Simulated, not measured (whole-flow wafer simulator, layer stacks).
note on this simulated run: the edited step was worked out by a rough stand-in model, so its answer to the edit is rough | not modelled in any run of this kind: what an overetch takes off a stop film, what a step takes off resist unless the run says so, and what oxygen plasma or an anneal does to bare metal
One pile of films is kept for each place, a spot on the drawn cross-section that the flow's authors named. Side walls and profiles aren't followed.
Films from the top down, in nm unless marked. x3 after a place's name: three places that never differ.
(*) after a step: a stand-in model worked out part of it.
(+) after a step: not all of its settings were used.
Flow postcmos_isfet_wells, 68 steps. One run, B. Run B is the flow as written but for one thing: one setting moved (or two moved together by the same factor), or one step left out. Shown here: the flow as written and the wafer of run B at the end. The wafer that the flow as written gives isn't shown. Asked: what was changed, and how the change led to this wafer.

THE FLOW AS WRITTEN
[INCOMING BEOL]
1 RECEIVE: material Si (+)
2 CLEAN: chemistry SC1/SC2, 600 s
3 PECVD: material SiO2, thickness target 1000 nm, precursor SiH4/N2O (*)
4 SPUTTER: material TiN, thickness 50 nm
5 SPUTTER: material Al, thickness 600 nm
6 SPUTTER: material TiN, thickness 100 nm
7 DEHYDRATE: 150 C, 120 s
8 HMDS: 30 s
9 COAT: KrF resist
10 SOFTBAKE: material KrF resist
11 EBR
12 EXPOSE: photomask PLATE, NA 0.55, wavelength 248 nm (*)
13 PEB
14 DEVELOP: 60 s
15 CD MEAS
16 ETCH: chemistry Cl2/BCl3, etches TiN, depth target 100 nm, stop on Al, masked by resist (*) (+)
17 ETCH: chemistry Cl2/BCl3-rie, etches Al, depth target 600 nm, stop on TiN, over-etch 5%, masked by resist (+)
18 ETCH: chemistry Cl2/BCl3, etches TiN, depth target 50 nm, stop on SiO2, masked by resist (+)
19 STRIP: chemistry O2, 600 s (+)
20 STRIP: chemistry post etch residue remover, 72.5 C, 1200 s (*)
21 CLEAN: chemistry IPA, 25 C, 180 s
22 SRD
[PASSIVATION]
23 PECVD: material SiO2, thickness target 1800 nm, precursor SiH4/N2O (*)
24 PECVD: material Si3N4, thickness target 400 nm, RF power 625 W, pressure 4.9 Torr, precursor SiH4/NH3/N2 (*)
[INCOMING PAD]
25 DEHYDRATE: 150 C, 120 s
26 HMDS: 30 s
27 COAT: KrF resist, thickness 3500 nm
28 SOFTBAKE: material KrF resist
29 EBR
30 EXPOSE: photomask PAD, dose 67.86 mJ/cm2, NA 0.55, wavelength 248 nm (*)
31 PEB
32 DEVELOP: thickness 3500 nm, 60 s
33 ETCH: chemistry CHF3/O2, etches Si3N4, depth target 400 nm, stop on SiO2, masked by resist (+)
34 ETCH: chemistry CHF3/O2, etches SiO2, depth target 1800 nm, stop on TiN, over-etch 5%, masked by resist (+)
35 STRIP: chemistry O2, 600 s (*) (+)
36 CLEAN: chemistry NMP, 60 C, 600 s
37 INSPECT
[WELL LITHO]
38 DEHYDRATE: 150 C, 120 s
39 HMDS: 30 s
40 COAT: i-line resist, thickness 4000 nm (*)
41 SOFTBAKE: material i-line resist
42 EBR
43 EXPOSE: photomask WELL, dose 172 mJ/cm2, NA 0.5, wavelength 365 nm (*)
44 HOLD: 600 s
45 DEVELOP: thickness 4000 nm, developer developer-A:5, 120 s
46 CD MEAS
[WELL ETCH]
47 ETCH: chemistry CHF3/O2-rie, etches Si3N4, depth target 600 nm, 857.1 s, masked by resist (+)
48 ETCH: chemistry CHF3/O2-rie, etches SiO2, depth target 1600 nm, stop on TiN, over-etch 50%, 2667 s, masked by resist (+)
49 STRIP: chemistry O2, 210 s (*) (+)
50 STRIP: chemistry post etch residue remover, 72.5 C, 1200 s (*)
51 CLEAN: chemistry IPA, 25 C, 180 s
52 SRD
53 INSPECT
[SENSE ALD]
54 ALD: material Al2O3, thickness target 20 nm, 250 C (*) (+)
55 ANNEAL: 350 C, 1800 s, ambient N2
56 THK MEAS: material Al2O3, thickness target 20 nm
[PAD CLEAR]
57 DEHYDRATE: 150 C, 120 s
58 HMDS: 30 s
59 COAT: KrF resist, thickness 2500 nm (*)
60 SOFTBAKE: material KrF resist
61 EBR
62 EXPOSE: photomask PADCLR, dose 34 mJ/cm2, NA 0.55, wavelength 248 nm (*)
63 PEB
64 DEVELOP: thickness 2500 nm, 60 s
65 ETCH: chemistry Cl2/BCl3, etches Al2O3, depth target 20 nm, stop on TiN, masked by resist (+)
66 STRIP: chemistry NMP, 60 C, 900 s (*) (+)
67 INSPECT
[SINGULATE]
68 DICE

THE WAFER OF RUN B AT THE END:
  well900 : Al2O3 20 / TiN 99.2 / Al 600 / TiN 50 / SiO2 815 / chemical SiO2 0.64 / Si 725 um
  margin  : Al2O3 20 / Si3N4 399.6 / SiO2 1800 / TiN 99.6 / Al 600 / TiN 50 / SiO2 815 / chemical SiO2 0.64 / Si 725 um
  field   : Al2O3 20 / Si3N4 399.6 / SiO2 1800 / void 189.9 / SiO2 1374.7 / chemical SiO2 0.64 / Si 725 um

The cause: step 3, PECVD: thickness target 815 nm was run, where the flow has thickness target 1000 nm.
It can be read off the wafer: well900 has SiO2 815, and step 3 as written asks for 1000 nm.

How the change led to this, step by step:
  3 PECVD: material SiO2, thickness target 1000 nm, precursor SiH4/N2O (*)
      field, margin, well900, well1300 x3, pad_rim, pad_clr, pad_open: SiO2 +815 (new film) (as written it would be: SiO2 +1000 (new film))
